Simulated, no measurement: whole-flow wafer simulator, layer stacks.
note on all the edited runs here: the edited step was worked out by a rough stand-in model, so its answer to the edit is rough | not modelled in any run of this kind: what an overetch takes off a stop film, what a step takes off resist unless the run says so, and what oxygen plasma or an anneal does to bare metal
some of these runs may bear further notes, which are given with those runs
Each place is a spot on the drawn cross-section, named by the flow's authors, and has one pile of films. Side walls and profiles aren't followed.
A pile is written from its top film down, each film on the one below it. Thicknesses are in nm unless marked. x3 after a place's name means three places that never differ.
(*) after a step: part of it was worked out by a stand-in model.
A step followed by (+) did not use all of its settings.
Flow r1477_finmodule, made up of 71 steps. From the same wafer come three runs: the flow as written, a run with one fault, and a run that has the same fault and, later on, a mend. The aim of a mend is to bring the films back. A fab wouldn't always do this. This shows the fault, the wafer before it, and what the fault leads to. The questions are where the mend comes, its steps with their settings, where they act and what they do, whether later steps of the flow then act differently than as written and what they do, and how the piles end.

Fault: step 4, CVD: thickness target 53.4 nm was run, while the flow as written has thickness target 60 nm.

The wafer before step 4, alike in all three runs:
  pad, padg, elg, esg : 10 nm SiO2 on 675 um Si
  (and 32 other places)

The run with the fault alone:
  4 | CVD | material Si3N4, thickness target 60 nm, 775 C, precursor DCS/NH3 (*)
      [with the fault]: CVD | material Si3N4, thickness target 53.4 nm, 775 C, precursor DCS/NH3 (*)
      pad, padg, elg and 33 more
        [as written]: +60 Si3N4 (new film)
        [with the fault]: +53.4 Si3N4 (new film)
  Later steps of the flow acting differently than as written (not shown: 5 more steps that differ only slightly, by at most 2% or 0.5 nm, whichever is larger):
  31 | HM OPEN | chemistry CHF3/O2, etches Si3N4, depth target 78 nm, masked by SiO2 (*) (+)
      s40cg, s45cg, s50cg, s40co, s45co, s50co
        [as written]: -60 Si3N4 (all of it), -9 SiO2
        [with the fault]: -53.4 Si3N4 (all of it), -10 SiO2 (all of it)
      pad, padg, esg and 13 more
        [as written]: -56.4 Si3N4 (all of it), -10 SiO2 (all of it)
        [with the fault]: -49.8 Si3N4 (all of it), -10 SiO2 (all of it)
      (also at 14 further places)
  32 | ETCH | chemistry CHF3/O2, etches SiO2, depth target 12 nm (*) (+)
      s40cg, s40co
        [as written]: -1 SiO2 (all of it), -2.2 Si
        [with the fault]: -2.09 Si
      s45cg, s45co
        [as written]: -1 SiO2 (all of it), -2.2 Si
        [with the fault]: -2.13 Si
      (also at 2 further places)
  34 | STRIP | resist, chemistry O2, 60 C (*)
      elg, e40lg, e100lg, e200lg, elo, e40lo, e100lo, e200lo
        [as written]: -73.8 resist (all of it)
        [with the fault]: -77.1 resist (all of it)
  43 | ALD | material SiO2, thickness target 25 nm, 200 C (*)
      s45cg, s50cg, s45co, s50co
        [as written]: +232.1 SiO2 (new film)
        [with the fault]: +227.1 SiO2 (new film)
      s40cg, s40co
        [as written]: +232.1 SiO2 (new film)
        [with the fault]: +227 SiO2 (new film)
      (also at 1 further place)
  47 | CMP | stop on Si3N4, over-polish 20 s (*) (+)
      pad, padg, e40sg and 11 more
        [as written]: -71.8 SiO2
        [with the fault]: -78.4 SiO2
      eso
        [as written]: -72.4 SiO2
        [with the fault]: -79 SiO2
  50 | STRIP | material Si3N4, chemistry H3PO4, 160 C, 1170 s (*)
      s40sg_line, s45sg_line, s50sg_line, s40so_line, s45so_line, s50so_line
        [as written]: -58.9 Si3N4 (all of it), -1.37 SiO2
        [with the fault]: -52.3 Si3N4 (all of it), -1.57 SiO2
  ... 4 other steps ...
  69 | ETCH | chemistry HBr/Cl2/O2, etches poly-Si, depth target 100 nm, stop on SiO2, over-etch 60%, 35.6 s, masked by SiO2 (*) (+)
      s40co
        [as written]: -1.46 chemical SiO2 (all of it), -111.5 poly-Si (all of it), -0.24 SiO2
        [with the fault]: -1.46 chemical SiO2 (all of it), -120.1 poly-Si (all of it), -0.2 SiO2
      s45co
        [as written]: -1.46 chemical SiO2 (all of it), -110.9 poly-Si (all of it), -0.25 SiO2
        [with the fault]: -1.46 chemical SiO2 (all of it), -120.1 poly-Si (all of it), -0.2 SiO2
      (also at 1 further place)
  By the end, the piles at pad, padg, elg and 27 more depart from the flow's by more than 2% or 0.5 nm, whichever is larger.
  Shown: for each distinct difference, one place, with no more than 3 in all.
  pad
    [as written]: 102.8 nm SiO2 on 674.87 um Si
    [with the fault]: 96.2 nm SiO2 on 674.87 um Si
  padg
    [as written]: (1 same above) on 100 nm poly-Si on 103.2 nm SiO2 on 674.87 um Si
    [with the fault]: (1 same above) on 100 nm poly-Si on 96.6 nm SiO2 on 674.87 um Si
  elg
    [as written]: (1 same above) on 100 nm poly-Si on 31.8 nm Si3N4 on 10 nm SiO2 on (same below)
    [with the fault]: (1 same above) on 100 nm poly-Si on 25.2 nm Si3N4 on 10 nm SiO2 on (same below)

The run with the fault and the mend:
  After step 5 comes the mend.
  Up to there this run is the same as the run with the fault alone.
  5a | CVD | material Si3N4, thickness target 6.6 nm, 775 C, precursor DCS/NH3 (*) (the flow's step 4 again, with other settings)
      pad, padg, elg and 33 more
        +6.6 Si3N4
  None of the later steps of the flow acts differently than as written at any place that is followed.
  The piles end the same as the flow's at every place that both follow.
